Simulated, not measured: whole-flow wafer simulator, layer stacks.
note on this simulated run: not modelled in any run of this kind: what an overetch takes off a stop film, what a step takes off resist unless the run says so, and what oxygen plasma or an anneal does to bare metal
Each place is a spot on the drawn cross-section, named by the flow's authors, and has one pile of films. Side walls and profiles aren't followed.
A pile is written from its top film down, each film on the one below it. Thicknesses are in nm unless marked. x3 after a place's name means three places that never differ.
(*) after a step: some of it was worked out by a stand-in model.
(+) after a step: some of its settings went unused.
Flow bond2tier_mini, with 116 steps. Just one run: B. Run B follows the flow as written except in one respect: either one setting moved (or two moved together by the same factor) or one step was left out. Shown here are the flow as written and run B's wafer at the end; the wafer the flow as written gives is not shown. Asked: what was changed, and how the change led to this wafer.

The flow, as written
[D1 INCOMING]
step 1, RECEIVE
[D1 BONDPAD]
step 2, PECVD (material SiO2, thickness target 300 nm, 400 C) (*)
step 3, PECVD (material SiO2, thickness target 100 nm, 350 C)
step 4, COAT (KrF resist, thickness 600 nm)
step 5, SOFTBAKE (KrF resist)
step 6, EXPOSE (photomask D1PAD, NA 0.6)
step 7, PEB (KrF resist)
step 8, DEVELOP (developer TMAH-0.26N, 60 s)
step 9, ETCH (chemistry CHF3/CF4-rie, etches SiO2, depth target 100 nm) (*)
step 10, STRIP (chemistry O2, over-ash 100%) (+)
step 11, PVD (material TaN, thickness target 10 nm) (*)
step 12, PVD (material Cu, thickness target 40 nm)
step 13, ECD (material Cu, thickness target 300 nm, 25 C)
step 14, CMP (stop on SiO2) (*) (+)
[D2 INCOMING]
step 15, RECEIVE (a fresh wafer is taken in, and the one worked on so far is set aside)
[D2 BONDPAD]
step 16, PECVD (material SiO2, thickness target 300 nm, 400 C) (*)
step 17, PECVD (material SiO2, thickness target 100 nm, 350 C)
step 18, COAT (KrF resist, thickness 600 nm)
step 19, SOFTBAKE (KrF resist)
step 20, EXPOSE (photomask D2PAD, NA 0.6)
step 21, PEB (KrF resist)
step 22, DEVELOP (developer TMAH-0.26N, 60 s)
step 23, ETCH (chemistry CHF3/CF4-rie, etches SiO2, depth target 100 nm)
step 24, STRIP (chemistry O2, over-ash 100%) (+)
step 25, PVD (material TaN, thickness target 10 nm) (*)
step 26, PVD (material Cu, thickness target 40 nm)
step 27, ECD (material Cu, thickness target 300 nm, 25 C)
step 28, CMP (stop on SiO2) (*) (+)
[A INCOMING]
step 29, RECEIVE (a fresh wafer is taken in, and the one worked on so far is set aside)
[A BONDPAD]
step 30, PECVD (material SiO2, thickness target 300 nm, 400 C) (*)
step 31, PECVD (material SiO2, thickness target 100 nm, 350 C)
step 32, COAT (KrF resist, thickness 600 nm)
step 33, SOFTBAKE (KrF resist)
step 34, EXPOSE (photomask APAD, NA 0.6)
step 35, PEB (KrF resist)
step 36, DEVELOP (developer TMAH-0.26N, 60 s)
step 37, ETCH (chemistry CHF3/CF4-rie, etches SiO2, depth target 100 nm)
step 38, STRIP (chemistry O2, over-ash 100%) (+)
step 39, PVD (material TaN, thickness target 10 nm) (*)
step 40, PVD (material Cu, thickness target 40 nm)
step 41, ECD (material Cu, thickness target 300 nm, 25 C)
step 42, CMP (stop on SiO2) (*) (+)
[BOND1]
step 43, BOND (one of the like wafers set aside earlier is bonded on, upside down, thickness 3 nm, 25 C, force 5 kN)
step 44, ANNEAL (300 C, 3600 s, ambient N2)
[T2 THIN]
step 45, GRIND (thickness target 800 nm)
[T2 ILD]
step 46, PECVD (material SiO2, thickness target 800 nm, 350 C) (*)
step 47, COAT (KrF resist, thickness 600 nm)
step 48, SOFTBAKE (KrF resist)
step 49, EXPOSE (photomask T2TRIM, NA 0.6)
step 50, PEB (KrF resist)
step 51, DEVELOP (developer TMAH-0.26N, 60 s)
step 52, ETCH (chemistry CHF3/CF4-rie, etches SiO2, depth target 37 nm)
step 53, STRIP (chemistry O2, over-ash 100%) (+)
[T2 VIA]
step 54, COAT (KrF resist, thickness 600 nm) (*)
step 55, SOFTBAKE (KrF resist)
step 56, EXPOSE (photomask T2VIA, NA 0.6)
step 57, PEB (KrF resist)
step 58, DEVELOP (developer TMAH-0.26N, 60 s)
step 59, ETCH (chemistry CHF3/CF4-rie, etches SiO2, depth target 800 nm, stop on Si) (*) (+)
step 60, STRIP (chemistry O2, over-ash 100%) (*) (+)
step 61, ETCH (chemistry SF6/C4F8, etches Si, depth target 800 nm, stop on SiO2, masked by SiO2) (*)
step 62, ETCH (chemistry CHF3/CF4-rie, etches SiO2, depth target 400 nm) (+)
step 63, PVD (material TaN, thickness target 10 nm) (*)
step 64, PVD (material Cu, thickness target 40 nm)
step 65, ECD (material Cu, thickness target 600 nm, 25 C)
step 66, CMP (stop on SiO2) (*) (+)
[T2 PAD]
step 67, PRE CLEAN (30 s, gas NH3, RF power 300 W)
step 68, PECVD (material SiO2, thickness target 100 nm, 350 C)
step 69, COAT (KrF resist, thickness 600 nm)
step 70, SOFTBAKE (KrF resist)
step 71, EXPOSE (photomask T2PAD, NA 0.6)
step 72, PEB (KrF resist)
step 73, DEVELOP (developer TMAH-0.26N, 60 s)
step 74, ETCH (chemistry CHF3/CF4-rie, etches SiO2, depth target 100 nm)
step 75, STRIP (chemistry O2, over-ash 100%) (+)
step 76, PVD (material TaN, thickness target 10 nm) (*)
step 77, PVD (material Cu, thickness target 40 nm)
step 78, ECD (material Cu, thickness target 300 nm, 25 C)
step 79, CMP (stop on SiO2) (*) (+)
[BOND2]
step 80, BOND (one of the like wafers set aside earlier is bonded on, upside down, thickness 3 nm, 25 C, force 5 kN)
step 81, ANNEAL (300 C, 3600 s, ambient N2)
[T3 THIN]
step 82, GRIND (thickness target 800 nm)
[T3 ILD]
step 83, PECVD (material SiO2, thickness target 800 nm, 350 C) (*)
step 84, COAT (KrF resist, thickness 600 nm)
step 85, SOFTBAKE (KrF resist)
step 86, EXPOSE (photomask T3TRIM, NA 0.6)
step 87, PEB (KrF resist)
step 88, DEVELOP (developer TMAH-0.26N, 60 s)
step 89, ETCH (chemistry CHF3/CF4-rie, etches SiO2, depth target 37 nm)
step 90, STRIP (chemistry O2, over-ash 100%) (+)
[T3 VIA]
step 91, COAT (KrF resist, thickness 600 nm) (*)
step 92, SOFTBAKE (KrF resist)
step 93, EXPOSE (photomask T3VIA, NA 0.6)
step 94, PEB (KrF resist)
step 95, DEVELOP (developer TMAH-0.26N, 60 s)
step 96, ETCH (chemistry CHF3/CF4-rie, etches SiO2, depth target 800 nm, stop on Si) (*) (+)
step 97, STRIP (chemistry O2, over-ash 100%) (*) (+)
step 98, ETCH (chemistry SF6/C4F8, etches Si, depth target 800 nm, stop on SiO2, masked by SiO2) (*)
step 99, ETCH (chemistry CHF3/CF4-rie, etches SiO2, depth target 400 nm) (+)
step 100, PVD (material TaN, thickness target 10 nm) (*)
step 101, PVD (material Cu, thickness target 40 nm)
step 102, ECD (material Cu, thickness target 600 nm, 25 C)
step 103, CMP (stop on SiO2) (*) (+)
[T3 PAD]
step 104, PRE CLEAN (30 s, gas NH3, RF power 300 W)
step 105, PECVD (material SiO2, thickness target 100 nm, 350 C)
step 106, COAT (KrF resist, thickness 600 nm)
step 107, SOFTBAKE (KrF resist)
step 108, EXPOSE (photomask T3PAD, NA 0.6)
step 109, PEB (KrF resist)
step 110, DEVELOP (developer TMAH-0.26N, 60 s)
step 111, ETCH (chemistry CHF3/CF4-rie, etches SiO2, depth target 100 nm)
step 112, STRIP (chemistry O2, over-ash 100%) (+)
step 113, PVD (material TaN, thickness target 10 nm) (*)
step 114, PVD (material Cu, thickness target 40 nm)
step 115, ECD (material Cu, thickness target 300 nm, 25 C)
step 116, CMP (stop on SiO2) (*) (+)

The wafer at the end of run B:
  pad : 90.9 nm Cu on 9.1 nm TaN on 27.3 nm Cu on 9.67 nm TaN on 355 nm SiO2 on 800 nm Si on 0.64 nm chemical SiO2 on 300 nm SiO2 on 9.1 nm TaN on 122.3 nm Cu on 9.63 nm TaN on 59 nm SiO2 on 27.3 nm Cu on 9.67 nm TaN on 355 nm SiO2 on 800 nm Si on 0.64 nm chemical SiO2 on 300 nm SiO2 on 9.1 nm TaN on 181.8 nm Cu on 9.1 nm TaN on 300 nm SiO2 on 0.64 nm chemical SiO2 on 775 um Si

Cause: step 74, ETCH: depth target 41 nm was run, while the flow as written has depth target 100 nm.

How this came from the change, step by step:
  step 74, ETCH (chemistry CHF3/CF4-rie, etches SiO2, depth target 100 nm)
      pad: -41 SiO2 (it would be, as written: -100 SiO2 (all of it))
      field: -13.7 KrF resist (it would be, as written: -33.3 KrF resist)
  step 75, STRIP (chemistry O2, over-ash 100%) (+)
      field: -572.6 KrF resist (all of it) (it would be, as written: -552.9 KrF resist (all of it))
  step 76, PVD (material TaN, thickness target 10 nm) (*)
      pad: +9.63 TaN (new film) (it would be, as written: +9.1 TaN (new film))
  step 77, PVD (material Cu, thickness target 40 nm)
      pad: +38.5 Cu (new film) (it would be, as written: +36.4 Cu (new film))
  step 78, ECD (material Cu, thickness target 300 nm, 25 C)
      pad: +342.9 Cu (it would be, as written: +404.5 Cu)
Taking metal films that touch as one body, pad has 4 bodies (between them, from the top down: SiO2 355 / Si 800 / chemical SiO2 0.64 / SiO2 300; SiO2 59; SiO2 355 / Si 800 / chemical SiO2 0.64 / SiO2 300); the flow as written gives 3 bodies (between them, from the top down: SiO2 355 / Si 800 / chemical SiO2 0.64 / SiO2 300; SiO2 355 / Si 800 / chemical SiO2 0.64 / SiO2 300).
